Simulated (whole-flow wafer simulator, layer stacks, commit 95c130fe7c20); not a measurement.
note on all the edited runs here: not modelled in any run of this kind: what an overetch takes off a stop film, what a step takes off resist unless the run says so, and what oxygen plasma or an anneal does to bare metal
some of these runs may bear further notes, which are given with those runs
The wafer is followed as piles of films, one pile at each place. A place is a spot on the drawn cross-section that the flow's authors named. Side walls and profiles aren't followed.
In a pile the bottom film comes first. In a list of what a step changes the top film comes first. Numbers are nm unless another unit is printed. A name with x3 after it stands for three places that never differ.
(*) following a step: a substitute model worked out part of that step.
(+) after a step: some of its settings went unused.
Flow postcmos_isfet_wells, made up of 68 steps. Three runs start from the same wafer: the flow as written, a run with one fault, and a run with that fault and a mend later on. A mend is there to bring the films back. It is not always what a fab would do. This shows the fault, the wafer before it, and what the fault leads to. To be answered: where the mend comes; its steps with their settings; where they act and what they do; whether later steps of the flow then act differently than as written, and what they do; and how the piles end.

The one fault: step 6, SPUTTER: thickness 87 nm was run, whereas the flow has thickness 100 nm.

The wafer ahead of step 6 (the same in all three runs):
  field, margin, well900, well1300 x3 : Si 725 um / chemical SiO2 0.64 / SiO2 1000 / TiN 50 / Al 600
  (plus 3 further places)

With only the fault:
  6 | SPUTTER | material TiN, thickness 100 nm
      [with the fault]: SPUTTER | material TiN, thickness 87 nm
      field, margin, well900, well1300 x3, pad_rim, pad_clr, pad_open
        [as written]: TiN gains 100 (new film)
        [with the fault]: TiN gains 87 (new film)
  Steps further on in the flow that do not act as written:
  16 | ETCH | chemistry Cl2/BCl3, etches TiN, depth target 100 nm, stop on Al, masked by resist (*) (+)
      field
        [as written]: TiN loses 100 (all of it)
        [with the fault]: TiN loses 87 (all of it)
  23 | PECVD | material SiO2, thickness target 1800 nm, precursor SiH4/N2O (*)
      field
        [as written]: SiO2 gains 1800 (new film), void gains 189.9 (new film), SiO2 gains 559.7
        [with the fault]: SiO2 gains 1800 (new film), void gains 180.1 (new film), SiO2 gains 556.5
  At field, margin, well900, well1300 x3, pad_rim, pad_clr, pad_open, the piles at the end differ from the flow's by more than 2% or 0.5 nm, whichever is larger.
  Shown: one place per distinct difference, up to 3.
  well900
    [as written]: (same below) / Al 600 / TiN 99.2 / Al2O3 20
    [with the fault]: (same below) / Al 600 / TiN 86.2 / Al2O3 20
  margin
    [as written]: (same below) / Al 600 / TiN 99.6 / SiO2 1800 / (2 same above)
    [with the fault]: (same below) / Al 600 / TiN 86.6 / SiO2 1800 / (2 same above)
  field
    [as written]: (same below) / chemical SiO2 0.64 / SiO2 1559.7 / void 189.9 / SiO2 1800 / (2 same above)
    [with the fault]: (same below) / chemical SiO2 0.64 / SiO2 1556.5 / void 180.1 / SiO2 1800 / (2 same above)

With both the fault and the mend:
  The mend stands after step 6.
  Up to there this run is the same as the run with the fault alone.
  6a | SPUTTER | material TiN, thickness 13 nm (the flow's step 6 again, with other settings)
      field, margin, well900, well1300 x3, pad_rim, pad_clr, pad_open
        TiN gains 13
  Later steps of the flow that are run all act as written at every place that is followed.
  At every place that both follow, the piles at the end match the flow's.
